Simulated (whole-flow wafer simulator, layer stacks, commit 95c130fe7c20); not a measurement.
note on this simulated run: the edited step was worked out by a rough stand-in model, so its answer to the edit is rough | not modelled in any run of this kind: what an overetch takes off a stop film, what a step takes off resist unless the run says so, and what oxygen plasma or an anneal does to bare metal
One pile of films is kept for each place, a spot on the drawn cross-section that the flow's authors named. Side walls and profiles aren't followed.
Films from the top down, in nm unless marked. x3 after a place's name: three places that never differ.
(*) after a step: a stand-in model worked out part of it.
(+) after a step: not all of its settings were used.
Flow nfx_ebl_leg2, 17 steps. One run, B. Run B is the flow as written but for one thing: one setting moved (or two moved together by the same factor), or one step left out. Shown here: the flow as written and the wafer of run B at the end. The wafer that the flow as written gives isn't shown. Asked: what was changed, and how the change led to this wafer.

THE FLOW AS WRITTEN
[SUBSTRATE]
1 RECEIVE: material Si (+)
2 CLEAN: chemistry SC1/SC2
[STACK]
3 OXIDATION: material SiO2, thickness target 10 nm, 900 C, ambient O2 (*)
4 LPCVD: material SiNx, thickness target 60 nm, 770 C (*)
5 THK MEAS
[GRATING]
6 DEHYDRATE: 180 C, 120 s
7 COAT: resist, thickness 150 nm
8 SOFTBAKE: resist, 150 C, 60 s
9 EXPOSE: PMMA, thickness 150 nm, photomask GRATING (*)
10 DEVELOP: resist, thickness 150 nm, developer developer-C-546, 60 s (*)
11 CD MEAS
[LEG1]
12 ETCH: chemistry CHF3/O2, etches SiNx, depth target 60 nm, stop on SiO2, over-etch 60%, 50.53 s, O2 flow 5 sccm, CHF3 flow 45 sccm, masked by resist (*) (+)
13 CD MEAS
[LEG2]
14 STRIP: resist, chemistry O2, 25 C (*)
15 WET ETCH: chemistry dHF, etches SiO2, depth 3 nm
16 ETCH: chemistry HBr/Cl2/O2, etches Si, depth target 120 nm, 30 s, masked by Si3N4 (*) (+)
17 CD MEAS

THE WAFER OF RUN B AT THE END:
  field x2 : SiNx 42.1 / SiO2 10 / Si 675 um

The cause: step 4, LPCVD: 758 C was run, where the flow has 770 C.

How the change led to this, step by step:
  4 LPCVD: material SiNx, thickness target 60 nm, 770 C (*)
      field x2, pad x2: SiNx +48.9 (new film) (as written it would be: SiNx +60 (new film))
  12 ETCH: chemistry CHF3/O2, etches SiNx, depth target 60 nm, stop on SiO2, over-etch 60%, 50.53 s, O2 flow 5 sccm, CHF3 flow 45 sccm, masked by resist (*) (+)
      pad x2: SiNx -48.9 (all of it), SiO2 -10 (all of it) (as written it would be: SiNx -60 (all of it), SiO2 -10 (all of it))
